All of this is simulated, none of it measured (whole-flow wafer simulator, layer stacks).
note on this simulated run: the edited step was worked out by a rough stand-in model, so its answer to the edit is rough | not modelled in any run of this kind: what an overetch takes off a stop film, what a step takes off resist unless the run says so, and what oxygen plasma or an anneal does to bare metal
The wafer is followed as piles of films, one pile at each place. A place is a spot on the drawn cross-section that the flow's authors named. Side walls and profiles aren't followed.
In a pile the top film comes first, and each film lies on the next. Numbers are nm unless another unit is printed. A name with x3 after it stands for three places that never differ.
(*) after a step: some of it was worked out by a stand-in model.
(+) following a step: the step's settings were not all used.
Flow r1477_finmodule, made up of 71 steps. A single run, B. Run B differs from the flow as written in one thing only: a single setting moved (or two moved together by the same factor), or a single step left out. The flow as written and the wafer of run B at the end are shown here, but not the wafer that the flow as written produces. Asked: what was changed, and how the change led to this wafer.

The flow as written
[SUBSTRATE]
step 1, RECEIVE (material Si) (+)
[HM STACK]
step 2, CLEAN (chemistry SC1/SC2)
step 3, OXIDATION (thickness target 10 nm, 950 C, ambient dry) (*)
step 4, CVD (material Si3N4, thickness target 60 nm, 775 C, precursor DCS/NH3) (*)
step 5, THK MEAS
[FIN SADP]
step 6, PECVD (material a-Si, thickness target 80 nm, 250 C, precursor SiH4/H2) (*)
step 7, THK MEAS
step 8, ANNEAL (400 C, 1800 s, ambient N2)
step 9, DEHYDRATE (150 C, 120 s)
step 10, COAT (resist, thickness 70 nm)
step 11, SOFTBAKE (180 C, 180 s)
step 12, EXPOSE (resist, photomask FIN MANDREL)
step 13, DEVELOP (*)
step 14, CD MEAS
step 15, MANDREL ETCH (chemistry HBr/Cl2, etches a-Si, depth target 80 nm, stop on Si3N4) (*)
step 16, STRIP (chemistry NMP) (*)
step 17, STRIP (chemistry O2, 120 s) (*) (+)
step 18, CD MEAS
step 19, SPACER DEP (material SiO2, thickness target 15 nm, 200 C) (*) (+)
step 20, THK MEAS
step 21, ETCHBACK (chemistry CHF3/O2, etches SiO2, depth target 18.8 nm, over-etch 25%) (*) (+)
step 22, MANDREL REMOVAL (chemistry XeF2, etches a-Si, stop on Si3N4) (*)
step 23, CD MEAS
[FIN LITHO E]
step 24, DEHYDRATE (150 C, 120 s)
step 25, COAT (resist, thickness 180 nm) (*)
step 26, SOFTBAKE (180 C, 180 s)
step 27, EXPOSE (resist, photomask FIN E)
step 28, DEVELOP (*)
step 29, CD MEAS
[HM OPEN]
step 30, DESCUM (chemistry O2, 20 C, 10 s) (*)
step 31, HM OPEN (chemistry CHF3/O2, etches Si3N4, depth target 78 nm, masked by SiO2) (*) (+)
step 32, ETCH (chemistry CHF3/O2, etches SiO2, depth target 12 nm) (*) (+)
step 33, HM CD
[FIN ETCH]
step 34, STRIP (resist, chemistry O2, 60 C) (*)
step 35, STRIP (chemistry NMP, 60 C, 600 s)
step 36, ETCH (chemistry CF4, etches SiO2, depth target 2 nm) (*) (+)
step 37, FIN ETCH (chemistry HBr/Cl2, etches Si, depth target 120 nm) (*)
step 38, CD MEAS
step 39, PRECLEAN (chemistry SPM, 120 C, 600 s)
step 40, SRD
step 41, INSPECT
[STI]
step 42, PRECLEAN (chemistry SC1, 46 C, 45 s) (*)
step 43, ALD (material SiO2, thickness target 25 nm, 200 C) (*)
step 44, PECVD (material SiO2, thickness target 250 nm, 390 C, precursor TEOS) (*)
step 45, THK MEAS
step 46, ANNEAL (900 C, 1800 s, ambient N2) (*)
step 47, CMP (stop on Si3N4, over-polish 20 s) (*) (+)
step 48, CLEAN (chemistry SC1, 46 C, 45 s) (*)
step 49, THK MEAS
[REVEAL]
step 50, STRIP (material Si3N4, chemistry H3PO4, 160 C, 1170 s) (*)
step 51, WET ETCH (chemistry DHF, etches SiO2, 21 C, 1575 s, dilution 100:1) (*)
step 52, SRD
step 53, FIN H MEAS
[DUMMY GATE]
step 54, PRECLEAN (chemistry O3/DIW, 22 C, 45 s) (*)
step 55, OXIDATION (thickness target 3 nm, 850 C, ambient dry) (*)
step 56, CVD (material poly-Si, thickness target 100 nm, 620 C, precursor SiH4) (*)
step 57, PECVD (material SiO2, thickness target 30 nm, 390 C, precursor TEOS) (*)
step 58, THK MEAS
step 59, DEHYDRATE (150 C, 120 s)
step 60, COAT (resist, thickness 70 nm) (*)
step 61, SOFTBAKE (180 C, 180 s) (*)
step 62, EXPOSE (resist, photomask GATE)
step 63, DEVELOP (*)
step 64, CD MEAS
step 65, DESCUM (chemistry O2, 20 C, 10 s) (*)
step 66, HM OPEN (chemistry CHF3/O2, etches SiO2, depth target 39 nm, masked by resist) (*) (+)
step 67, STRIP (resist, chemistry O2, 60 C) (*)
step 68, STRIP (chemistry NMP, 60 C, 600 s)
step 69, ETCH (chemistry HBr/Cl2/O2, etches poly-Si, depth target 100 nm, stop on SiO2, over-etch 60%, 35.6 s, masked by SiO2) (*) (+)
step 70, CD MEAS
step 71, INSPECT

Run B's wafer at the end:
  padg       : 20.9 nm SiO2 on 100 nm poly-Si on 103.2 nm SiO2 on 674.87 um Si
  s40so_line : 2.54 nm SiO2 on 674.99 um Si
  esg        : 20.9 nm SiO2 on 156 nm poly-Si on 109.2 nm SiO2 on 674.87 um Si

Cause: step 57, PECVD: thickness target 26.2 nm was run, though the flow has thickness target 30 nm.

Step by step, how the change led to this:
  step 57, PECVD (material SiO2, thickness target 30 nm, 390 C, precursor TEOS) (*)
      pad, padg, elg and 33 more: +26.2 SiO2 (new film) (in the flow as written it would be: +30 SiO2 (new film))
  step 66, HM OPEN (chemistry CHF3/O2, etches SiO2, depth target 39 nm, masked by resist) (*) (+)
      pad, elo, eso and 15 more: -26.2 SiO2 (all of it), -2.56 poly-Si (in the flow as written it would be: -30 SiO2 (all of it), -1.8 poly-Si)
